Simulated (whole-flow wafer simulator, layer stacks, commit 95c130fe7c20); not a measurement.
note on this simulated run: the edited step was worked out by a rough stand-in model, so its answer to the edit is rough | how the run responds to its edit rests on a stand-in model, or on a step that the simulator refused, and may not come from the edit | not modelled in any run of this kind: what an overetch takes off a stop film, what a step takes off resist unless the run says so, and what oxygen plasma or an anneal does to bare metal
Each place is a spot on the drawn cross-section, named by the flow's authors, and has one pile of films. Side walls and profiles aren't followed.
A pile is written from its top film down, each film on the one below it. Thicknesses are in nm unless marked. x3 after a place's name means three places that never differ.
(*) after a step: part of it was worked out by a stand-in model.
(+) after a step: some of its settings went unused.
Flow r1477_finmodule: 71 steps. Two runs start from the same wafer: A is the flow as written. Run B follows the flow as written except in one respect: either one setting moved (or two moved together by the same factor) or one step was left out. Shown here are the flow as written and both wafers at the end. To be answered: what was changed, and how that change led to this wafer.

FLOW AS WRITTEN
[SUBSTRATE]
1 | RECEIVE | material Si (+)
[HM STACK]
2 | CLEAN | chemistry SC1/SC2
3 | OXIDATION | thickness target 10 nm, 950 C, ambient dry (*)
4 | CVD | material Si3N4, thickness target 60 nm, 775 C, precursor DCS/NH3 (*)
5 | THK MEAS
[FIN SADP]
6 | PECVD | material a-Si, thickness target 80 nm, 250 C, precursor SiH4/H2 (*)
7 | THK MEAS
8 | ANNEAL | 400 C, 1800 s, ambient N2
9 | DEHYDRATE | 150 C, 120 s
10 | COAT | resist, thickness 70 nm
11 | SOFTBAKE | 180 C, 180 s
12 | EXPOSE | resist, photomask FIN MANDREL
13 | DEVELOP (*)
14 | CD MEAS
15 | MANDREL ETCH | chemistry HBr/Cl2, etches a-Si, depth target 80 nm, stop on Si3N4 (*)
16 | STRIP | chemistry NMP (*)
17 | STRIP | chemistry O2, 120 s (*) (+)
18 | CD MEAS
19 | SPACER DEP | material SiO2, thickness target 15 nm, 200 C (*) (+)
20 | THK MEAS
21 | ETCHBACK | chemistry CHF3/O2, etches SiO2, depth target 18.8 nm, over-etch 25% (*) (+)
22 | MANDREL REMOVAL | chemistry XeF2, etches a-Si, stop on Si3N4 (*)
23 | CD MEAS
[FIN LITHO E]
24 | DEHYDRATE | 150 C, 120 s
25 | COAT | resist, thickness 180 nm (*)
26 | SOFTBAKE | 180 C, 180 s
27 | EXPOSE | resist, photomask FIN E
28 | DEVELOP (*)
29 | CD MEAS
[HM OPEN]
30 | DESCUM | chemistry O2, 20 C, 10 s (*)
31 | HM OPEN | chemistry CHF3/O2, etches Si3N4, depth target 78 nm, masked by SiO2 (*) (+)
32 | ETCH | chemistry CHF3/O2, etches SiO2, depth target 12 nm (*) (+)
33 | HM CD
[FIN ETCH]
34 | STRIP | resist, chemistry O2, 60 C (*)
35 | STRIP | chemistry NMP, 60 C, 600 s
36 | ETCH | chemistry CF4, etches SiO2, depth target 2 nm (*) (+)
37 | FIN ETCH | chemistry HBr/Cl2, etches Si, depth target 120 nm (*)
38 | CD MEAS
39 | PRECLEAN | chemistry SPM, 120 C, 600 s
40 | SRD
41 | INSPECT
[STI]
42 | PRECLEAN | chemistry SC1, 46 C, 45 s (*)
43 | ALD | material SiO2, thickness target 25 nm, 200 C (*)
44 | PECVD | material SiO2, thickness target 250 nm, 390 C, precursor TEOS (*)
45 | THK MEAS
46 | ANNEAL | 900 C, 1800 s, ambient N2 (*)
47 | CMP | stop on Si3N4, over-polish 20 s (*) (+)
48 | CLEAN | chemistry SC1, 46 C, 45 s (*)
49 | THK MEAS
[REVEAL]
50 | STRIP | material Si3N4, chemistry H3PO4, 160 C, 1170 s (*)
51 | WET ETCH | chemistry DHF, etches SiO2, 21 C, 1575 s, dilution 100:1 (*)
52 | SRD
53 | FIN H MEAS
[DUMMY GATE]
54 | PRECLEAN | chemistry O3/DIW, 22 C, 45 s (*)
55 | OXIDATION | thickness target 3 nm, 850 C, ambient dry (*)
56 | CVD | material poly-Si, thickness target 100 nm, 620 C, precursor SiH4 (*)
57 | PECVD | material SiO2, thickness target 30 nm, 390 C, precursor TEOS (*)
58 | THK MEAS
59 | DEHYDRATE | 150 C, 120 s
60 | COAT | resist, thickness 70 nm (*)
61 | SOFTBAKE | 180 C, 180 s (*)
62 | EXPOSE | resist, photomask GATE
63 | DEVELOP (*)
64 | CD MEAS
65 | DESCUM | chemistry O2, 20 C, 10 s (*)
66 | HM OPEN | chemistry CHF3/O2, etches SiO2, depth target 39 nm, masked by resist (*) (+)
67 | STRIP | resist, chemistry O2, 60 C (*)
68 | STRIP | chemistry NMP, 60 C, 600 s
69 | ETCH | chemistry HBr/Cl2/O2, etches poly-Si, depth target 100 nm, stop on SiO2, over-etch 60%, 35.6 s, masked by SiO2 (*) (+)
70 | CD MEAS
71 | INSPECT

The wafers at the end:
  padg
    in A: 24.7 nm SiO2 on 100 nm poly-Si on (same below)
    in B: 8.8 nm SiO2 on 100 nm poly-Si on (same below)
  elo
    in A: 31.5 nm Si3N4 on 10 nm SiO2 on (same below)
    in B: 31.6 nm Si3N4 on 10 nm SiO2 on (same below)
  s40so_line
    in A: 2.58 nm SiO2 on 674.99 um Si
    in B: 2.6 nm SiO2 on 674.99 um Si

The reason: step 57, PECVD: thickness target 14.1 nm was run, though the flow has thickness target 30 nm.

Step by step, how the change led to this:
  57 | PECVD | material SiO2, thickness target 30 nm, 390 C, precursor TEOS (*)
      pad, padg, elg and 33 more: A +30 SiO2 (new film) | B +14.1 SiO2 (new film)
  66 | HM OPEN | chemistry CHF3/O2, etches SiO2, depth target 39 nm, masked by resist (*) (+)
      pad, elo, eso and 15 more: A -30 SiO2 (all of it), -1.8 poly-Si | B -14.1 SiO2 (all of it), -1.41 poly-Si
      padg, elg, esg and 15 more: A -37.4 resist | B -20.3 resist
  67 | STRIP | resist, chemistry O2, 60 C (*)
      padg, elg, esg: A -15.9 resist (all of it) | B -33 resist (all of it)
      e40lg, e100lg, e200lg: A -12.8 resist (all of it) | B -29.9 resist (all of it)
      (also at 12 further places)
